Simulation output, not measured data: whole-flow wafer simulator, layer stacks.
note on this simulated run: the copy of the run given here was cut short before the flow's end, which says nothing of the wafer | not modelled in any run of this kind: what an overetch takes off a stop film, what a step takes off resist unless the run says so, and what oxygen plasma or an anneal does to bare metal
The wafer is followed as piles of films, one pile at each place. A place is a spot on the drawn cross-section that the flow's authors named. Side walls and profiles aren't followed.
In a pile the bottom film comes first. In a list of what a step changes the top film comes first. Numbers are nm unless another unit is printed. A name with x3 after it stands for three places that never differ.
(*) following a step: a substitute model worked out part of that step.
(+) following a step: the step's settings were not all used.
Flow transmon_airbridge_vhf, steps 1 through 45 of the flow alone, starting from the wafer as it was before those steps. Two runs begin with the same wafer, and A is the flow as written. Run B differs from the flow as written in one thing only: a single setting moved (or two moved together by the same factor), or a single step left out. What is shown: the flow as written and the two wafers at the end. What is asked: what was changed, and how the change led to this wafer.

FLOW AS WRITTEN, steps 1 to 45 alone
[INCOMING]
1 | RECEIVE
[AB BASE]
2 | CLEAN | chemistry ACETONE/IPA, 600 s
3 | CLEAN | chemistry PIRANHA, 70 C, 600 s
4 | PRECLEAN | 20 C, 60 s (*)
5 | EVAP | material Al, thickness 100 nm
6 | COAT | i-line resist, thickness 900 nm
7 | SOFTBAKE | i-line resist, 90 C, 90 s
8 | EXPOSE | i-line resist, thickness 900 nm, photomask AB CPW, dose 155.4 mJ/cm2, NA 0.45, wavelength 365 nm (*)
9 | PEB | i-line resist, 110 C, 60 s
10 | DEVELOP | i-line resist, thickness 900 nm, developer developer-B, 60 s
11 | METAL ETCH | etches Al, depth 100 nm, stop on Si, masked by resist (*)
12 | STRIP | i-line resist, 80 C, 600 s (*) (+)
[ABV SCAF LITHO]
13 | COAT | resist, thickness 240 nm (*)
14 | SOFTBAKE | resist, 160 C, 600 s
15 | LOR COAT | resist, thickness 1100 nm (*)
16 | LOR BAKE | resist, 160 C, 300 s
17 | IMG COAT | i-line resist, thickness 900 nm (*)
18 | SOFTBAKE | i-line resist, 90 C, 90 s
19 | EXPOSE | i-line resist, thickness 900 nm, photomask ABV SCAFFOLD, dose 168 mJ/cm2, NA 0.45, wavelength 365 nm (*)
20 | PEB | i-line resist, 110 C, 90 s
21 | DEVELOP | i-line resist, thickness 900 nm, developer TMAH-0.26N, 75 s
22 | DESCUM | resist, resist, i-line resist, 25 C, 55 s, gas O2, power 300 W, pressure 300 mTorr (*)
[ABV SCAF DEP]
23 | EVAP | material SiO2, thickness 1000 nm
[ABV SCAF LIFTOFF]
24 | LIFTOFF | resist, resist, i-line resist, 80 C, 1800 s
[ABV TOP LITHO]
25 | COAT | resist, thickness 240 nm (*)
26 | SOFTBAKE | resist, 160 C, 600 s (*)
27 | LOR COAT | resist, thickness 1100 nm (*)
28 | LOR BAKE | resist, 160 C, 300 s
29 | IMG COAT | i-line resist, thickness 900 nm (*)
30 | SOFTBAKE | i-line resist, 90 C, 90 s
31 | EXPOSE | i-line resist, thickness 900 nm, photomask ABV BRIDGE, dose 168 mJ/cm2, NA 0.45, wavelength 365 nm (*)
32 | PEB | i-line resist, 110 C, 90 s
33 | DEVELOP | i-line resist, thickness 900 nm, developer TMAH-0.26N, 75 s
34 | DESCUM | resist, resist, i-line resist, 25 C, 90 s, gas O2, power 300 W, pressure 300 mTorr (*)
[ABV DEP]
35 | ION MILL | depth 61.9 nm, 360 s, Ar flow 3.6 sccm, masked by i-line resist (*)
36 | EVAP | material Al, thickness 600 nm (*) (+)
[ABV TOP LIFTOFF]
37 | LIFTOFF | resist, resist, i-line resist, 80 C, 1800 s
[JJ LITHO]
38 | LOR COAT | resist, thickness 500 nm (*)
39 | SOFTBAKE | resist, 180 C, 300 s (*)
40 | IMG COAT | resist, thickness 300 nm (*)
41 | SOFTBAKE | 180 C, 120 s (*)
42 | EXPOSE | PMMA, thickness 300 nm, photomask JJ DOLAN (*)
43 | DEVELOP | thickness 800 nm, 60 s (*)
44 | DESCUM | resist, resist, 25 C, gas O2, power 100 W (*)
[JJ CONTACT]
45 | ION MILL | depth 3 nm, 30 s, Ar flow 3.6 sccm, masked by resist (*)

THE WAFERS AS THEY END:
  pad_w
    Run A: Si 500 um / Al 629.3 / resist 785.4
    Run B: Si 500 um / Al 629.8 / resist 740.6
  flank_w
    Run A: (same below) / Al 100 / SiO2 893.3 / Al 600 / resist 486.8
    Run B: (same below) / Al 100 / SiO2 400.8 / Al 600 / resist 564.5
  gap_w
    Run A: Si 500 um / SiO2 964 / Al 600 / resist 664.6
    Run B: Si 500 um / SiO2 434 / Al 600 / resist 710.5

The reason: step 23, EVAP: thickness 470 nm was run, though the flow has thickness 1000 nm.

Step by step, how the change led to this:
  23 | EVAP | material SiO2, thickness 1000 nm
      field x3, jj_line, ground_far and 10 more: A +1000 SiO2 (new film) | B +470 SiO2 (new film)
      flank_w, flank_e: A +929.3 SiO2 (new film) | B +436.8 SiO2 (new film)
  24 | LIFTOFF | resist, resist, i-line resist, 80 C, 1800 s
      field x3, jj_line, trace_open_s x2: A -1000 SiO2 (all of it), -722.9 i-line resist (all of it), -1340 resist (all of it) | B -470 SiO2 (all of it), -722.9 i-line resist (all of it), -1340 resist (all of it)
      pad_w, pad_e: A -1000 SiO2 (all of it), -718 i-line resist (all of it), -1330.2 resist (all of it) | B -470 SiO2 (all of it), -718 i-line resist (all of it), -1330.2 resist (all of it)
      (as well as at 1 more place)
  25 | COAT | resist, thickness 240 nm (*)
      flank_w, flank_e: A +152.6 resist (new film) | B +172 resist (new film)
      gap_w, gap_e: A +210.7 resist (new film) | B +232.9 resist (new film)
      (as well as at 6 more places)
  27 | LOR COAT | resist, thickness 1100 nm (*)
      margin_s, margin_n: A +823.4 resist | B +960.4 resist
      pad_w: A +1247.8 resist | B +1163.6 resist
      (as well as at 7 more places)
  29 | IMG COAT | i-line resist, thickness 900 nm (*)
      gap_w, gap_e: A +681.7 i-line resist (new film) | B +811.9 i-line resist (new film)
      margin_s, margin_n: A +603.2 i-line resist (new film) | B +769 i-line resist (new film)
      (as well as at 7 more places)
  32 | PEB | i-line resist, 110 C, 90 s
      pad_w, pad_e: A -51 i-line resist | B -48.3 i-line resist
      flank_w, flank_e: A -38.3 i-line resist | B -43.4 i-line resist
      (as well as at 7 more places)
  33 | DEVELOP | i-line resist, thickness 900 nm, developer TMAH-0.26N, 75 s
      pad_w: A -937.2 i-line resist (all of it), -1247.8 resist | B -890.6 i-line resist (all of it), -1163.6 resist
      flank_w: A -710.9 i-line resist (all of it), -822.6 resist | B -802.4 i-line resist (all of it), -962.7 resist
      (as well as at 6 more places)
  34 | DESCUM | resist, resist, i-line resist, 25 C, 90 s, gas O2, power 300 W, pressure 300 mTorr (*)
      flank_w, flank_e: A -152.6 resist (all of it) | B -172 resist (all of it)
      gap_w, gap_e: A -210.7 resist (all of it) | B -232.9 resist (all of it)
      (as well as at 4 more places)
  37 | LIFTOFF | resist, resist, i-line resist, 80 C, 1800 s
      margin_s, margin_n: A -600 Al (all of it), -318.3 i-line resist (all of it), -992 resist (all of it) | B -600 Al (all of it), -475.6 i-line resist (all of it), -1159.1 resist (all of it)
      ground_far: A -600 Al (all of it), -717.9 i-line resist (all of it), -1384.9 resist (all of it) | B -600 Al (all of it), -651.8 i-line resist (all of it), -1364.1 resist (all of it)
  38 | LOR COAT | resist, thickness 500 nm (*)
      pad_w, pad_e: A +517 resist (new film) | B +486.4 resist (new film)
      flank_w, flank_e: A +306.5 resist (new film) | B +369 resist (new film)
      (as well as at 6 more places)
  40 | IMG COAT | resist, thickness 300 nm (*)
      pad_w, pad_e: A +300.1 resist | B +286 resist
      flank_w, flank_e: A +212.1 resist | B +227.3 resist
      (as well as at 6 more places)
